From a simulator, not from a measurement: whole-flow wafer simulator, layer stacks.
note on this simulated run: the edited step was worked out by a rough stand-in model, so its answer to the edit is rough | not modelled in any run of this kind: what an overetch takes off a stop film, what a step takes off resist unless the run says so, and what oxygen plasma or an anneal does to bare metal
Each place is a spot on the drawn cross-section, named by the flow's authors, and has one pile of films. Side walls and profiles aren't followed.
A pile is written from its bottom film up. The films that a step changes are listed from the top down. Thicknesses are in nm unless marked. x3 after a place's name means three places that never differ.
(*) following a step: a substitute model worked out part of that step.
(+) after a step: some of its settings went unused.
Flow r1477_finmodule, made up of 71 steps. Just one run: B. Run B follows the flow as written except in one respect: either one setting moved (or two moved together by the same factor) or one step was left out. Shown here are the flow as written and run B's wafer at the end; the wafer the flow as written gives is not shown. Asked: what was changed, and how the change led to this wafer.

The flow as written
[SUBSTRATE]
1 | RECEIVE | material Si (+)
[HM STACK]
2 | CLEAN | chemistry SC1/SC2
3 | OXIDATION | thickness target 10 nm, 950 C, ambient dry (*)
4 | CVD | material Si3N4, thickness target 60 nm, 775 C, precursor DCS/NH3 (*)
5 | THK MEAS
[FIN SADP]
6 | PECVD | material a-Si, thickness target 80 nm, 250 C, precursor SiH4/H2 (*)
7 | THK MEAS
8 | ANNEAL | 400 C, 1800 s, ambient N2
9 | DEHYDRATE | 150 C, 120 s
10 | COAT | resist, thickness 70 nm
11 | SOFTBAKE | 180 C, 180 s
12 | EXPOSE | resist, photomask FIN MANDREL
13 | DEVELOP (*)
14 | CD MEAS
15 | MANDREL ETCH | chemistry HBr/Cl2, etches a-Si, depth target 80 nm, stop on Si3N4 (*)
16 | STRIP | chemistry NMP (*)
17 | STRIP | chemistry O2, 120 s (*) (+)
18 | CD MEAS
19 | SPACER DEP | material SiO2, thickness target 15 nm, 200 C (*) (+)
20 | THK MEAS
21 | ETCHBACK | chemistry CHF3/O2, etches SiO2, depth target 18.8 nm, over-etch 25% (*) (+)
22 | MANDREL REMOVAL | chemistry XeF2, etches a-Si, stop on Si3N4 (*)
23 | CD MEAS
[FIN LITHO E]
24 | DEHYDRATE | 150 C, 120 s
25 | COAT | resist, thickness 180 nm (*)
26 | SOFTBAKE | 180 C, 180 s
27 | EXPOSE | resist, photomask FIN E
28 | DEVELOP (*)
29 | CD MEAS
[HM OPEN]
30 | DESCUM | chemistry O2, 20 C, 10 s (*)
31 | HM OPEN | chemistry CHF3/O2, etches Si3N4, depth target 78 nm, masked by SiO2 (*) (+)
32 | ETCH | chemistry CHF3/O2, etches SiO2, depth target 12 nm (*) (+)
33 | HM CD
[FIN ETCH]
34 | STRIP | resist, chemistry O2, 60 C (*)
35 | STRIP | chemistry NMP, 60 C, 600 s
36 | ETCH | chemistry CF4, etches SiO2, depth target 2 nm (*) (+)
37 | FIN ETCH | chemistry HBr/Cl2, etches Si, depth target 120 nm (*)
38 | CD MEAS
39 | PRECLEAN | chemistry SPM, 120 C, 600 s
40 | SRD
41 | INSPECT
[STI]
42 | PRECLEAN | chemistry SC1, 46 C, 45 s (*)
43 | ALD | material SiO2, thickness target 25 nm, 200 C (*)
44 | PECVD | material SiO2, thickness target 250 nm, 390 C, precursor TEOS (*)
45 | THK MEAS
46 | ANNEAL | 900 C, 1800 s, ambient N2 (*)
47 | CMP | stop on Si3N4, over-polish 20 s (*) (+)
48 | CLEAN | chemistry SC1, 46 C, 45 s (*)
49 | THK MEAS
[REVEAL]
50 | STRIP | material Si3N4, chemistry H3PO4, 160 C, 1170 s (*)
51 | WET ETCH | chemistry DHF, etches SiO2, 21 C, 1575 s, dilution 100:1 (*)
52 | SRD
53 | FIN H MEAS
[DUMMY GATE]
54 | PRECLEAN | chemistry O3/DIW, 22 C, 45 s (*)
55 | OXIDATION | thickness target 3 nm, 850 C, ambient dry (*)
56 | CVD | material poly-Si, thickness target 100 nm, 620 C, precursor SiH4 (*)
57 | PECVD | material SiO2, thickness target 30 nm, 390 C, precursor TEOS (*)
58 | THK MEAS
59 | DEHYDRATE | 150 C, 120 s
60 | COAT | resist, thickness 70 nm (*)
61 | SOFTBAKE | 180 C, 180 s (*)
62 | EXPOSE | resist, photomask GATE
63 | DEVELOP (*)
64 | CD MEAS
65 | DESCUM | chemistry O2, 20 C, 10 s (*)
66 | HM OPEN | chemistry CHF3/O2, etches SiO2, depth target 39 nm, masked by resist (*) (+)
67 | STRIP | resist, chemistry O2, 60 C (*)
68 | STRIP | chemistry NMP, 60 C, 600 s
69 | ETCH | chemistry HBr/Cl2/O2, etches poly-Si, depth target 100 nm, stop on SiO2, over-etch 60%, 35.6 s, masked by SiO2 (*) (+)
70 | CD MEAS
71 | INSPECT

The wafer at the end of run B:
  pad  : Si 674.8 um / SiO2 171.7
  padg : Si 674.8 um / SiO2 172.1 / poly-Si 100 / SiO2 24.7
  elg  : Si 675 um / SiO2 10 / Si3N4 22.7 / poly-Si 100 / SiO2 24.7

Cause: step 37, FIN ETCH: depth target 189 nm was run, whereas the flow has depth target 120 nm.

How this came from the change, step by step:
  37 | FIN ETCH | chemistry HBr/Cl2, etches Si, depth target 120 nm (*)
      pad, padg, esg and 19 more: -189 Si (in the flow as written it would be: -120 Si)
      elg, e40lg, e100lg, e200lg, elo, e40lo, e100lo, e200lo: -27 Si3N4 (in the flow as written it would be: -17.1 Si3N4)
      (and at 6 other places as well)
  43 | ALD | material SiO2, thickness target 25 nm, 200 C (*)
      s40cg, s45cg, s50cg, s40co, s45co, s50co: +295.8 SiO2 (new film) (in the flow as written it would be: +232.1 SiO2 (new film))
      esg: +253.4 SiO2 (new film) (in the flow as written it would be: +194.3 SiO2 (new film))
  47 | CMP | stop on Si3N4, over-polish 20 s (*) (+)
      pad, padg, e40sg and 11 more: -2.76 SiO2 (in the flow as written it would be: -71.8 SiO2)
      elg, e40lg, e100lg, e200lg, elo, e40lo, e100lo, e200lo: -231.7 SiO2 (in the flow as written it would be: -241.6 SiO2)
      (and at 2 other places as well)
  51 | WET ETCH | chemistry DHF, etches SiO2, 21 C, 1575 s, dilution 100:1 (*)
      elg, e40lg, e100lg, e200lg, elo, e40lo, e100lo, e200lo: -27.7 SiO2 (all of it), -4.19 Si3N4 (in the flow as written it would be: -17.8 SiO2 (all of it), -4.97 Si3N4)
  56 | CVD | material poly-Si, thickness target 100 nm, 620 C, precursor SiH4 (*)
      esg: +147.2 poly-Si (new film) (in the flow as written it would be: +156 poly-Si (new film))
  60 | COAT | resist, thickness 70 nm (*)
      e40sg, eso, e40so: +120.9 resist (new film) (in the flow as written it would be: +129.5 resist (new film))
      e100sg, e100so: +120.9 resist (new film) (in the flow as written it would be: +129.4 resist (new film))
      (and at 2 other places as well)
  63 | DEVELOP (*)
      eso, e40so: -120.9 resist (all of it) (in the flow as written it would be: -129.5 resist (all of it))
      e100so: -120.9 resist (all of it) (in the flow as written it would be: -129.4 resist (all of it))
      (and at 1 other place as well)
  67 | STRIP | resist, chemistry O2, 60 C (*)
      e40sg: -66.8 resist (all of it) (in the flow as written it would be: -75.4 resist (all of it))
      e100sg: -66.8 resist (all of it) (in the flow as written it would be: -75.3 resist (all of it))
      (and at 1 other place as well)
